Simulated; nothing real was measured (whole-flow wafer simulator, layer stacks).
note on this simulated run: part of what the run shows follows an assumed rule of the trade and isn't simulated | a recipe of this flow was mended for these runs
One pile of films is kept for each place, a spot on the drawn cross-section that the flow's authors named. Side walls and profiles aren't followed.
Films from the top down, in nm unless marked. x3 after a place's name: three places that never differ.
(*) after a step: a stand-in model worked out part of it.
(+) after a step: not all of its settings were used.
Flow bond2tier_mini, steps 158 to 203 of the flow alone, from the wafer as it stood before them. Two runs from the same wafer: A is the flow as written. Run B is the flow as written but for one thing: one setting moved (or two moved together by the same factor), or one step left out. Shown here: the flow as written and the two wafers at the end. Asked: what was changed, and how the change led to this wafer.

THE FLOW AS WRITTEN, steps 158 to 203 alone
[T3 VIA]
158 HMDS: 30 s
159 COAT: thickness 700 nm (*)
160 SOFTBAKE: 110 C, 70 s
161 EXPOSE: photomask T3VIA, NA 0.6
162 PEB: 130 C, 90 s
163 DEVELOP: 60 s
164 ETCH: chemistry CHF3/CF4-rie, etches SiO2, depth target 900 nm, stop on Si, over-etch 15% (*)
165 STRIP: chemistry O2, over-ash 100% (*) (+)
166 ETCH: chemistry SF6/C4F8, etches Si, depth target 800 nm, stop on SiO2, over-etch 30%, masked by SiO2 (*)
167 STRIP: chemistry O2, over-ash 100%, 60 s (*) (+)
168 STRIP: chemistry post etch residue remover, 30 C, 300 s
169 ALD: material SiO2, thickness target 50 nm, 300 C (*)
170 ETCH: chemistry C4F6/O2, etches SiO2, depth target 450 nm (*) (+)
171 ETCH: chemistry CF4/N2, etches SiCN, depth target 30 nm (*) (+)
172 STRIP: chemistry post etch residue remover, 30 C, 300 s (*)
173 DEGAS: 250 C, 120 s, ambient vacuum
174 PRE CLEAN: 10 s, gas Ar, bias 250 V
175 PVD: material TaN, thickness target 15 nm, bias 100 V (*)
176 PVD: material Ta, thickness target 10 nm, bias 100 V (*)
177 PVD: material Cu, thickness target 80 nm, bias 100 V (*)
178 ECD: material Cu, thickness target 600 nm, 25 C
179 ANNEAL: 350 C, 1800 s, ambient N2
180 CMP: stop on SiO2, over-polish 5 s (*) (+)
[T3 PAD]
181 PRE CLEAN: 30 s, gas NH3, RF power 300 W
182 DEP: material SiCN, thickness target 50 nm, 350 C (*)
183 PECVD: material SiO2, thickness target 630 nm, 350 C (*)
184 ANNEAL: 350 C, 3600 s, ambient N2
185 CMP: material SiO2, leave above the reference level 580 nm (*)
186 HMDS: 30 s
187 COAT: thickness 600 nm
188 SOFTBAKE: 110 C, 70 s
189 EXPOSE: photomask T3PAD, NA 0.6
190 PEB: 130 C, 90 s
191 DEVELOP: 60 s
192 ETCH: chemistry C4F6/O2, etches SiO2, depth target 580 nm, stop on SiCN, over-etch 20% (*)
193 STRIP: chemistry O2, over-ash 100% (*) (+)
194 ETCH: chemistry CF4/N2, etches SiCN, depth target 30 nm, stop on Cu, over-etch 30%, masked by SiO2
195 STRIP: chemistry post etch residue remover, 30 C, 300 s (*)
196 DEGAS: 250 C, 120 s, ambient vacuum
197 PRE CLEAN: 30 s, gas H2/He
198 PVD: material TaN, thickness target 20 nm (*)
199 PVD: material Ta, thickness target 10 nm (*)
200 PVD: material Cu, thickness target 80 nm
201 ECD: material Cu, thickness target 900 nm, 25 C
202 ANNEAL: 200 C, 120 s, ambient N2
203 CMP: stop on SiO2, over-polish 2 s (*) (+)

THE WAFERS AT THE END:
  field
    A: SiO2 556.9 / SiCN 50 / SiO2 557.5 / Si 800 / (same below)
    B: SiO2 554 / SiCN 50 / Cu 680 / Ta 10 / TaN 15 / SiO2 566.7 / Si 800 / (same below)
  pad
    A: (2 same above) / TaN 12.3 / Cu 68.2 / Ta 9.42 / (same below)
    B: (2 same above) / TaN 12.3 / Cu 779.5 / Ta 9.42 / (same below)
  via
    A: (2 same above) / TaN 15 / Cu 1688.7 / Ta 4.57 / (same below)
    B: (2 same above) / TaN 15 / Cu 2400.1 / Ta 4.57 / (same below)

The cause: step 180, CMP: stop on SiO2, over-polish 5 s (*) (+), was left out.

How the change led to this, step by step:
  185 CMP: material SiO2, leave above the reference level 580 nm (*)
      field: A SiO2 -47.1 | B SiO2 -50
Counting metal films that touch as one body, field has 1 body; the flow as written gives 0 bodies.
